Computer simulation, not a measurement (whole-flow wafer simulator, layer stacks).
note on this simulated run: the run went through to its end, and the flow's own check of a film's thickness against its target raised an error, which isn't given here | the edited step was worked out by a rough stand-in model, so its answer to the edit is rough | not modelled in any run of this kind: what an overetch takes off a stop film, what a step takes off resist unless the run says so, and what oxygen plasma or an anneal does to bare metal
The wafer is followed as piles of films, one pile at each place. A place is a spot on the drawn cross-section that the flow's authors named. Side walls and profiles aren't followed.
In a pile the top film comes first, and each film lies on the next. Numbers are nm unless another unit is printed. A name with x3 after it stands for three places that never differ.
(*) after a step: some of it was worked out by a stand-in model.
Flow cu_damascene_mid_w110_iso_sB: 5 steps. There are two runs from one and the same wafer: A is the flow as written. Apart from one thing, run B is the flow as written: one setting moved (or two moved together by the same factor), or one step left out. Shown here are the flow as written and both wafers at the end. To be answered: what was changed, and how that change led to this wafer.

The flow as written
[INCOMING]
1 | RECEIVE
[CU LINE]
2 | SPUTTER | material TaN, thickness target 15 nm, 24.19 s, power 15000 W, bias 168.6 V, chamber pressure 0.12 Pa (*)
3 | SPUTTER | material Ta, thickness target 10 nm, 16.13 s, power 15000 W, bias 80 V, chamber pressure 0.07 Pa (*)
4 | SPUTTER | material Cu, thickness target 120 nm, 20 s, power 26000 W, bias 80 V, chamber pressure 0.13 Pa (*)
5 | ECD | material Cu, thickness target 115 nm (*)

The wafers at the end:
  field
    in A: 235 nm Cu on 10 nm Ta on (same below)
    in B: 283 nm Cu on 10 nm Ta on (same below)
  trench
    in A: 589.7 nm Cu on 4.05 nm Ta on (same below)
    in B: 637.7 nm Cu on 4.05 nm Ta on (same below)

The reason: step 4, SPUTTER: thickness target 168 nm was run, while the flow as written has thickness target 120 nm; step 4, SPUTTER: 28 s was run, where the flow has 20 s.

Step by step, how the change led to this:
  4 | SPUTTER | material Cu, thickness target 120 nm, 20 s, power 26000 W, bias 80 V, chamber pressure 0.13 Pa (*)
      field: A +120 Cu (new film) | B +168 Cu (new film)
      trench: A +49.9 Cu (new film) | B +69.9 Cu (new film)
  5 | ECD | material Cu, thickness target 115 nm (*)
      trench: A +539.8 Cu | B +567.8 Cu
